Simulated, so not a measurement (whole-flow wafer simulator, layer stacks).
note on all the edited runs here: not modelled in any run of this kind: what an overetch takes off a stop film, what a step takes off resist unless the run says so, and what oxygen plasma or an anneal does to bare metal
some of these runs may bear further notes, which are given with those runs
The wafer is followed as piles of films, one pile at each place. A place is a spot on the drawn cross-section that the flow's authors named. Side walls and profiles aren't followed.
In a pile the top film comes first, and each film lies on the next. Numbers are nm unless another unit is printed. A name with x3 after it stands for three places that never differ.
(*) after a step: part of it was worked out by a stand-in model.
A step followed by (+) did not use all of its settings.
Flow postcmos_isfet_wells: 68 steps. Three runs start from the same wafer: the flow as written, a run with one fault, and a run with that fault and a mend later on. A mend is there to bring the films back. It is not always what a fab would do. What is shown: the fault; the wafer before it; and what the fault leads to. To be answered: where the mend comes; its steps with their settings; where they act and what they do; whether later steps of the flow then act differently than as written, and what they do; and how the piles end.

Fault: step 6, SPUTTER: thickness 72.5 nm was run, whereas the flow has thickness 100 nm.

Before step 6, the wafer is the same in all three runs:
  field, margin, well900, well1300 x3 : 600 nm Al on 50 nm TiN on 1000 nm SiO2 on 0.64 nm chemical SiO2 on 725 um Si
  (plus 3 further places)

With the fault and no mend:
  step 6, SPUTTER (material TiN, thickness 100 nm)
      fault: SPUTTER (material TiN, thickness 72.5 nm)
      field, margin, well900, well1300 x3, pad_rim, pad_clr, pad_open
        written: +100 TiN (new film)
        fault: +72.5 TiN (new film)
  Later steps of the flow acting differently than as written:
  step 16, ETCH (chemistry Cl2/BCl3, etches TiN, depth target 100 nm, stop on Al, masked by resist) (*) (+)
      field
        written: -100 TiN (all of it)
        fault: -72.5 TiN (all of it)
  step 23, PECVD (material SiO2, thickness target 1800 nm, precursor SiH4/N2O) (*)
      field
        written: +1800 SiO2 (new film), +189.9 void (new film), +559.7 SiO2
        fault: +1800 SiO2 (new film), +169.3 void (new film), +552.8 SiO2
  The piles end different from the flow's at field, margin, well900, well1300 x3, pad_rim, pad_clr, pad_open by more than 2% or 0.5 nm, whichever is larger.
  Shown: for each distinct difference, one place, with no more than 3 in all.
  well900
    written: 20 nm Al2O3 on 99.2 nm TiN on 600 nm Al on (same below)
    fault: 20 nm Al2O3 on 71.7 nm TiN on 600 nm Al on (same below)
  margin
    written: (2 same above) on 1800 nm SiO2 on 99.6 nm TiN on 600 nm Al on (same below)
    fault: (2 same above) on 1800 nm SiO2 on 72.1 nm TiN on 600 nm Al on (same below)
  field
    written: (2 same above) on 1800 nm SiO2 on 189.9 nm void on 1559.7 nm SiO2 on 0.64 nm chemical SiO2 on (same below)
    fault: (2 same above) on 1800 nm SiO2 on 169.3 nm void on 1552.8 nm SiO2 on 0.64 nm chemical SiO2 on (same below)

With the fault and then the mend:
  The mend follows step 6.
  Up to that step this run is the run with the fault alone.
  step 6a, SPUTTER (material TiN, thickness 27.5 nm) (a further turn of the flow's step 6, with different settings)
      field, margin, well900, well1300 x3, pad_rim, pad_clr, pad_open
        +27.5 TiN
  Later steps of the flow that are run all act as written at every place that is followed.
  The piles end the same as the flow's at every place that both follow.
